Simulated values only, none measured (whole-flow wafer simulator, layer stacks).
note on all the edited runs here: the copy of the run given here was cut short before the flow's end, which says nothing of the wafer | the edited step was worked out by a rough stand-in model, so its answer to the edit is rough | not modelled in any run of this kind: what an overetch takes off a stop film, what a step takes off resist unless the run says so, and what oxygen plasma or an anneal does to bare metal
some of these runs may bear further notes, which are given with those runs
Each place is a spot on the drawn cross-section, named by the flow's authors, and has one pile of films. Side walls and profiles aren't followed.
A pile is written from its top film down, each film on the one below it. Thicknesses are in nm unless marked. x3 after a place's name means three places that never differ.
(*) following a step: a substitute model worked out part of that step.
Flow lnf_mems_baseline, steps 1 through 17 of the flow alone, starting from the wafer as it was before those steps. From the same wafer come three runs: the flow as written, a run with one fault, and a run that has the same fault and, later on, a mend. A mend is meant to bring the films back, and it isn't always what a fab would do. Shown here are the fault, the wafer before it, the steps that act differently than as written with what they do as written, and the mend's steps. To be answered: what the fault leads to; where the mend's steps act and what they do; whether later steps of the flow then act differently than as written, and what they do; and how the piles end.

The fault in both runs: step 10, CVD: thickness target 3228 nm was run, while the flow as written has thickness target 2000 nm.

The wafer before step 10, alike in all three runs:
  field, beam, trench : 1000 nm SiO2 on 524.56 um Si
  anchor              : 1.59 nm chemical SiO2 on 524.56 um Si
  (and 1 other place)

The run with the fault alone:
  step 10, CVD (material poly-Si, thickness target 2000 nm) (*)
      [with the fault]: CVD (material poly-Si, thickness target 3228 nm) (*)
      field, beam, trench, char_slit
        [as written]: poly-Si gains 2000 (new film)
        [with the fault]: poly-Si gains 3228 (new film)
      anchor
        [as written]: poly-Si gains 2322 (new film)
        [with the fault]: poly-Si gains 3857.4 (new film)
  Steps further on in the flow that do not act as written (not shown: 1 more step that differs only slightly, by at most 2% or 0.5 nm, whichever is larger):
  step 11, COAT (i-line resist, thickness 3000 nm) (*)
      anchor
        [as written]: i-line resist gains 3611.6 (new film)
        [with the fault]: i-line resist gains 3322.1 (new film)
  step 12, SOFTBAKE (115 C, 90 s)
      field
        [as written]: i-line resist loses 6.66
        [with the fault]: i-line resist loses 4.97
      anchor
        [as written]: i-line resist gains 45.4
        [with the fault]: i-line resist gains 32.7
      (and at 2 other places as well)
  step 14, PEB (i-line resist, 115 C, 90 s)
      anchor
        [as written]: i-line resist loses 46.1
        [with the fault]: i-line resist loses 40.8
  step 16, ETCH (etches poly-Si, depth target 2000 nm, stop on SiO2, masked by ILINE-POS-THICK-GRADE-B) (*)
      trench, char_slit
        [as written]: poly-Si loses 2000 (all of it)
        [with the fault]: poly-Si loses 2000
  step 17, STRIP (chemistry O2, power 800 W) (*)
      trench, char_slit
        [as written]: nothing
        [with the fault]: chemical SiO2 gains 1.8 (new film), poly-Si loses 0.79
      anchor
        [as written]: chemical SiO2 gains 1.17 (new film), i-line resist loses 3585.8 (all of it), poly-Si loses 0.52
        [with the fault]: chemical SiO2 gains 1.15 (new film), i-line resist loses 3288.9 (all of it), poly-Si loses 0.51
  By the end, the piles at field, anchor, beam, trench, char_slit depart from the flow's by more than 2% or 0.5 nm, whichever is larger.
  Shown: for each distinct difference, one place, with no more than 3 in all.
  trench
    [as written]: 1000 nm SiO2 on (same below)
    [with the fault]: 1.8 nm chemical SiO2 on 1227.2 nm poly-Si on 1000 nm SiO2 on (same below)
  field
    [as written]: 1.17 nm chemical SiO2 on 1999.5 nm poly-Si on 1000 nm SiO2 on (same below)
    [with the fault]: 1.15 nm chemical SiO2 on 3227.5 nm poly-Si on 1000 nm SiO2 on (same below)
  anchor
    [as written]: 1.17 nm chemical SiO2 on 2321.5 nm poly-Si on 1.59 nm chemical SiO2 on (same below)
    [with the fault]: 1.15 nm chemical SiO2 on 3856.9 nm poly-Si on 1.59 nm chemical SiO2 on (same below)

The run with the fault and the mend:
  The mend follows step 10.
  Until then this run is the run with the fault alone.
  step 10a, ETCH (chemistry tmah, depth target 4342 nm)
      field, beam, trench, char_slit
        poly-Si loses 3228 (all of it)
      anchor
        poly-Si loses 3857.4 (all of it)
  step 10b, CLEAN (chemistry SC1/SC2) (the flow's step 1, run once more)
      leaves every film unchanged at each place that is followed
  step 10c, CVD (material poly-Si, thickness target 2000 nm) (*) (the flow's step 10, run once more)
      field, beam, trench, char_slit
        poly-Si gains 2000 (new film)
      anchor
        poly-Si gains 2322 (new film)
  Later steps of the flow that are run all act as written at every place that is followed.
  The piles end the same as the flow's at every place that both follow.
